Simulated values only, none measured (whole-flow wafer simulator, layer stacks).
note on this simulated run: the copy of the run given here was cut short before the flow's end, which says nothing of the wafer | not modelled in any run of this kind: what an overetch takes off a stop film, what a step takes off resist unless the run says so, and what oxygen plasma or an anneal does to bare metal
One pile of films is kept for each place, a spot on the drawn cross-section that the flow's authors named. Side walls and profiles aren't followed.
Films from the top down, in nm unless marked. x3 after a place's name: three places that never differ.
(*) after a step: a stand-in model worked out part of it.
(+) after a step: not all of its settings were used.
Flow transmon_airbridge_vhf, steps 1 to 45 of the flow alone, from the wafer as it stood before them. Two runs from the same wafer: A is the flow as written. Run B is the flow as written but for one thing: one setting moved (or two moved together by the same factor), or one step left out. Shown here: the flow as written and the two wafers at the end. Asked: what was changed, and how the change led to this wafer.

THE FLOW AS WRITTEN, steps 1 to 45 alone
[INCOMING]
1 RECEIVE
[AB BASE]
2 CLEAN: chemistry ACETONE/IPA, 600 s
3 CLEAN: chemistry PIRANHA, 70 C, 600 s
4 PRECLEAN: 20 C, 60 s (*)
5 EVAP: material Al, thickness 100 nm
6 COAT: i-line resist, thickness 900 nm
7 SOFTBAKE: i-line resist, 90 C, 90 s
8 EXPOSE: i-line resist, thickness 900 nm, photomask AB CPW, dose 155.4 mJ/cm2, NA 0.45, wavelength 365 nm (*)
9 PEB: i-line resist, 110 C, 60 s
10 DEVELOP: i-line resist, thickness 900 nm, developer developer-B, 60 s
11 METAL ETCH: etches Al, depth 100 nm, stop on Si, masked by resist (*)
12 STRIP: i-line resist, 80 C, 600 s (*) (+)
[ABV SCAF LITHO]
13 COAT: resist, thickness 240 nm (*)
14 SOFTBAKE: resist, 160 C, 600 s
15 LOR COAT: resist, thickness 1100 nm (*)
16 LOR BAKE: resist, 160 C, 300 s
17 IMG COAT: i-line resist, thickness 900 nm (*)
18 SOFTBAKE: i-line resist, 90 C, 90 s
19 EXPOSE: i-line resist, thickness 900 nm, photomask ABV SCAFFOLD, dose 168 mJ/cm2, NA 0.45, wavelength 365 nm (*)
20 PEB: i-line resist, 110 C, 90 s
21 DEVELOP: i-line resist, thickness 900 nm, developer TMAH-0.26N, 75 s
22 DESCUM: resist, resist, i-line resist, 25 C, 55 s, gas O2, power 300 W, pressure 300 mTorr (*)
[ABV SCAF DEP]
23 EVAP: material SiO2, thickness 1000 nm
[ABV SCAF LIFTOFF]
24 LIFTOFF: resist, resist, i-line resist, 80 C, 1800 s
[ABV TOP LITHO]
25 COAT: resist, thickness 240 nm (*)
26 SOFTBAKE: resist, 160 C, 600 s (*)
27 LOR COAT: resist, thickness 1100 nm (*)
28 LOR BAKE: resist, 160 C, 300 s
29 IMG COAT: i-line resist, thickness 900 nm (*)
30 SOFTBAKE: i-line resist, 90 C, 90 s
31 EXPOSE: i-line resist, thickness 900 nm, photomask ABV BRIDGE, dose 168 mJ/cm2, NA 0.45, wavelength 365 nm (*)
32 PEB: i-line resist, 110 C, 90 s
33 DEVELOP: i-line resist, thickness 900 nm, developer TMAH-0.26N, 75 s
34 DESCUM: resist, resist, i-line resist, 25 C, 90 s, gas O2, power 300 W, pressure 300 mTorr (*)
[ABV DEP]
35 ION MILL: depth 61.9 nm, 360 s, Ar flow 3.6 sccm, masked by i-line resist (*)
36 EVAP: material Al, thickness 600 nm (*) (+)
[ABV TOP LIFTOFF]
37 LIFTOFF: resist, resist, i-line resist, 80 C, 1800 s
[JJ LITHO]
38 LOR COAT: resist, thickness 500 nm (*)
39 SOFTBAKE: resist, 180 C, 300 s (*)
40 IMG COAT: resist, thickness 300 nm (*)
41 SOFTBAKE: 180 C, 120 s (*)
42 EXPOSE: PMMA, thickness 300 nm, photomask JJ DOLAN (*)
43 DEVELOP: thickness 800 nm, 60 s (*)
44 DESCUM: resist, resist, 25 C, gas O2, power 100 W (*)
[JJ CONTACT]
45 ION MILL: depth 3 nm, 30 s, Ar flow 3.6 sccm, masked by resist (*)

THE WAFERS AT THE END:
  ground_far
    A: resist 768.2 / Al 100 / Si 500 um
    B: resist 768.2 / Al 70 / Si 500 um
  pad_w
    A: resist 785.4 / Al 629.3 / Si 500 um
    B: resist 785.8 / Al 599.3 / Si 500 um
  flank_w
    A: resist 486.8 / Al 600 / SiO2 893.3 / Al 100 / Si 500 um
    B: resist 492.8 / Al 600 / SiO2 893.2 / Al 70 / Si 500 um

The cause: step 5, EVAP: thickness 70 nm was run, where the flow has thickness 100 nm.
It can be read off the wafer: ground_far has Al 70, and step 5 as written asks for 100 nm.

How the change led to this, step by step:
  5 EVAP: material Al, thickness 100 nm
      field x3, jj_line, ground_far and 12 more: A Al +100 (new film) | B Al +70 (new film)
  11 METAL ETCH: etches Al, depth 100 nm, stop on Si, masked by resist (*)
      field x3, jj_line, gap_w, gap_e: A Al -100 (all of it) | B Al -70 (all of it)
  13 COAT: resist, thickness 240 nm (*)
      flank_w, flank_e: A resist +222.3 (new film) | B resist +227.2 (new film)
  22 DESCUM: resist, resist, i-line resist, 25 C, 55 s, gas O2, power 300 W, pressure 300 mTorr (*)
      flank_w, flank_e: A resist -222.3 (all of it) | B resist -227.2 (all of it)
